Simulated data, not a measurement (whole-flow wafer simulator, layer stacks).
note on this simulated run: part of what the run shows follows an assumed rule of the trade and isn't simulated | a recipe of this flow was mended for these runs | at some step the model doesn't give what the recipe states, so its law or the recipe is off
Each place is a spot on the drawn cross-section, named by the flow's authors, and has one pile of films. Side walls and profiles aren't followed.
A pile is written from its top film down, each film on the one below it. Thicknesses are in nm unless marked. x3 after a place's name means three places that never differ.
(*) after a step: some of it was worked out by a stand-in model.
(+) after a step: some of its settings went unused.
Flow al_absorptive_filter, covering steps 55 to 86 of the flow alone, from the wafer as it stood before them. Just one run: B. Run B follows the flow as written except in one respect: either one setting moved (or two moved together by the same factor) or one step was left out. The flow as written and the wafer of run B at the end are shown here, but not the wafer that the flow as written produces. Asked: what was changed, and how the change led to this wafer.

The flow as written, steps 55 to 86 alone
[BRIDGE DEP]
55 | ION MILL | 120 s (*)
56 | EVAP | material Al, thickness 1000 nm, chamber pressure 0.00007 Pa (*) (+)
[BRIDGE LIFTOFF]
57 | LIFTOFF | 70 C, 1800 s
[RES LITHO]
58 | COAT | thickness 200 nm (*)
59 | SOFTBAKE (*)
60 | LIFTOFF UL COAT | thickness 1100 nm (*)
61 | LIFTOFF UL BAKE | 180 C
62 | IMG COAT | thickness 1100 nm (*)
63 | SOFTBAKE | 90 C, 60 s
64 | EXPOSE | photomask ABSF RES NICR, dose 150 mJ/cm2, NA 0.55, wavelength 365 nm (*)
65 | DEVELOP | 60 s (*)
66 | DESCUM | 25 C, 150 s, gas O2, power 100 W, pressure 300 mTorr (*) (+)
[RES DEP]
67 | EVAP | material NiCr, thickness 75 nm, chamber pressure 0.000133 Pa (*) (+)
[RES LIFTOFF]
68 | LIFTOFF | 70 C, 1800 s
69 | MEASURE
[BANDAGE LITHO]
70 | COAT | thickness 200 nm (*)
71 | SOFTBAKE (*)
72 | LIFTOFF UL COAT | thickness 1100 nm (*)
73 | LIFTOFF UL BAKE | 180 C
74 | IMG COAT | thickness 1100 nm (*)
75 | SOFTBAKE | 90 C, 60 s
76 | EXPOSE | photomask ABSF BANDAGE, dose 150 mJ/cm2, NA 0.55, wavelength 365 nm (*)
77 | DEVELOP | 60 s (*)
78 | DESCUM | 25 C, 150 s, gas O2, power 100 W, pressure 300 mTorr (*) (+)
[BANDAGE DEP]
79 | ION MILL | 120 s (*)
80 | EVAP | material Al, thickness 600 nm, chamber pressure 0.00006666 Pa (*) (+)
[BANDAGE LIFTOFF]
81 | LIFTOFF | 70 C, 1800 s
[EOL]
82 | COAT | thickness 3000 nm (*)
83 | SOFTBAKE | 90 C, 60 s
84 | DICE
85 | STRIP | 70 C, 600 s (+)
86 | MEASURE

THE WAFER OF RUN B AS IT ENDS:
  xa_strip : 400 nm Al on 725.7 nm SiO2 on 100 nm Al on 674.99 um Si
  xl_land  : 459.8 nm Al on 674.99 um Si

The reason: step 56, EVAP: thickness 400 nm was run, though the flow has thickness 1000 nm.
One can read it off the wafer: xa_strip has Al 400, and step 56 as written asks for 1000 nm.

The path from the change to this, step by step:
  56 | EVAP | material Al, thickness 1000 nm, chamber pressure 0.00007 Pa (*) (+)
      gnd, pad_far, pad_near and 10 more: +400 Al (new film) (in the flow as written it would be: +1000 Al (new film))
      xl_land: +400 Al (in the flow as written it would be: +1000 Al)
  57 | LIFTOFF | 70 C, 1800 s
      gnd, xa_field, idc_field: -400 Al (all of it), -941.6 i-line-resist (all of it), -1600 lift-off-underlayer (all of it), -200 acrylic-e-beam-resist (all of it) (in the flow as written it would be: -1000 Al (all of it), -941.6 i-line-resist (all of it), -1600 lift-off-underlayer (all of it), -200 acrylic-e-beam-resist (all of it))
      pad_far: -400 Al (all of it), -940.5 i-line-resist (all of it), -1591.1 lift-off-underlayer (all of it), -198.5 acrylic-e-beam-resist (all of it) (in the flow as written it would be: -1000 Al (all of it), -940.5 i-line-resist (all of it), -1591.1 lift-off-underlayer (all of it), -198.5 acrylic-e-beam-resist (all of it))
      (as well as at 6 more places)
  58 | COAT | thickness 200 nm (*)
      xa_margin: +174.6 acrylic-e-beam-resist (new film) (in the flow as written it would be: +288.1 acrylic-e-beam-resist (new film))
      xa_strip: +101.2 acrylic-e-beam-resist (new film) (in the flow as written it would be: +66.9 acrylic-e-beam-resist (new film))
      (as well as at 2 more places)
  60 | LIFTOFF UL COAT | thickness 1100 nm (*)
      xa_margin: +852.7 lift-off-underlayer (new film) (in the flow as written it would be: +1021 lift-off-underlayer (new film))
      xa_strip: +643 lift-off-underlayer (new film) (in the flow as written it would be: +459.8 lift-off-underlayer (new film))
      (as well as at 1 more place)
  62 | IMG COAT | thickness 1100 nm (*)
      xa_margin: +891 i-line-resist (new film) (in the flow as written it would be: +741.1 i-line-resist (new film))
      xa_strip: +801.5 i-line-resist (new film) (in the flow as written it would be: +577.9 i-line-resist (new film))
  63 | SOFTBAKE | 90 C, 60 s
      xa_margin: -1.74 i-line-resist (in the flow as written it would be: -3.13 i-line-resist)
      xa_strip: -3.86 i-line-resist (in the flow as written it would be: -4.64 i-line-resist)
  68 | LIFTOFF | 70 C, 1800 s
      xa_margin: -75 NiCr (all of it), -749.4 i-line-resist (all of it), -852.7 lift-off-underlayer (all of it), -174.6 acrylic-e-beam-resist (all of it) (in the flow as written it would be: -75 NiCr (all of it), -598.1 i-line-resist (all of it), -1021 lift-off-underlayer (all of it), -288.1 acrylic-e-beam-resist (all of it))
      xa_strip: -75 NiCr (all of it), -657.8 i-line-resist (all of it), -643 lift-off-underlayer (all of it), -101.2 acrylic-e-beam-resist (all of it) (in the flow as written it would be: -75 NiCr (all of it), -433.3 i-line-resist (all of it), -459.8 lift-off-underlayer (all of it), -66.9 acrylic-e-beam-resist (all of it))
      (as well as at 2 more places)
  70 | COAT | thickness 200 nm (*)
      xa_margin: +174.6 acrylic-e-beam-resist (new film) (in the flow as written it would be: +288.1 acrylic-e-beam-resist (new film))
      xa_strip: +101.2 acrylic-e-beam-resist (new film) (in the flow as written it would be: +66.9 acrylic-e-beam-resist (new film))
      (as well as at 1 more place)
  72 | LIFTOFF UL COAT | thickness 1100 nm (*)
      xa_margin: +852.7 lift-off-underlayer (new film) (in the flow as written it would be: +1021 lift-off-underlayer (new film))
      xa_strip: +643 lift-off-underlayer (new film) (in the flow as written it would be: +459.8 lift-off-underlayer (new film))
  74 | IMG COAT | thickness 1100 nm (*)
      xa_margin: +891 i-line-resist (new film) (in the flow as written it would be: +741.1 i-line-resist (new film))
      xa_strip: +801.5 i-line-resist (new film) (in the flow as written it would be: +577.9 i-line-resist (new film))
  75 | SOFTBAKE | 90 C, 60 s
      xa_margin: -1.74 i-line-resist (in the flow as written it would be: -3.13 i-line-resist)
      xa_strip: -3.86 i-line-resist (in the flow as written it would be: -4.64 i-line-resist)
  81 | LIFTOFF | 70 C, 1800 s
      xa_margin: -600 Al (all of it), -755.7 i-line-resist (all of it), -852.7 lift-off-underlayer (all of it), -174.6 acrylic-e-beam-resist (all of it) (in the flow as written it would be: -600 Al (all of it), -604.4 i-line-resist (all of it), -1021 lift-off-underlayer (all of it), -288.1 acrylic-e-beam-resist (all of it))
      xa_strip: -600 Al (all of it), -664.1 i-line-resist (all of it), -643 lift-off-underlayer (all of it), -101.2 acrylic-e-beam-resist (all of it) (in the flow as written it would be: -600 Al (all of it), -439.6 i-line-resist (all of it), -459.8 lift-off-underlayer (all of it), -66.9 acrylic-e-beam-resist (all of it))
      (as well as at 1 more place)
  82 | COAT | thickness 3000 nm (*)
      xa_margin: +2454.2 i-line-resist (new film) (in the flow as written it would be: +2563.4 i-line-resist (new film))
      xa_strip: +2071.5 i-line-resist (new film) (in the flow as written it would be: +1594.3 i-line-resist (new film))
  83 | SOFTBAKE | 90 C, 60 s
      xa_margin: -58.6 i-line-resist (in the flow as written it would be: -94.2 i-line-resist)
      xa_strip: -72.5 i-line-resist (in the flow as written it would be: -117.3 i-line-resist)
      (as well as at 1 more place)
  85 | STRIP | 70 C, 600 s (+)
      xa_margin: -2395.7 i-line-resist (all of it) (in the flow as written it would be: -2469.3 i-line-resist (all of it))
      xa_strip: -1999 i-line-resist (all of it) (in the flow as written it would be: -1477 i-line-resist (all of it))
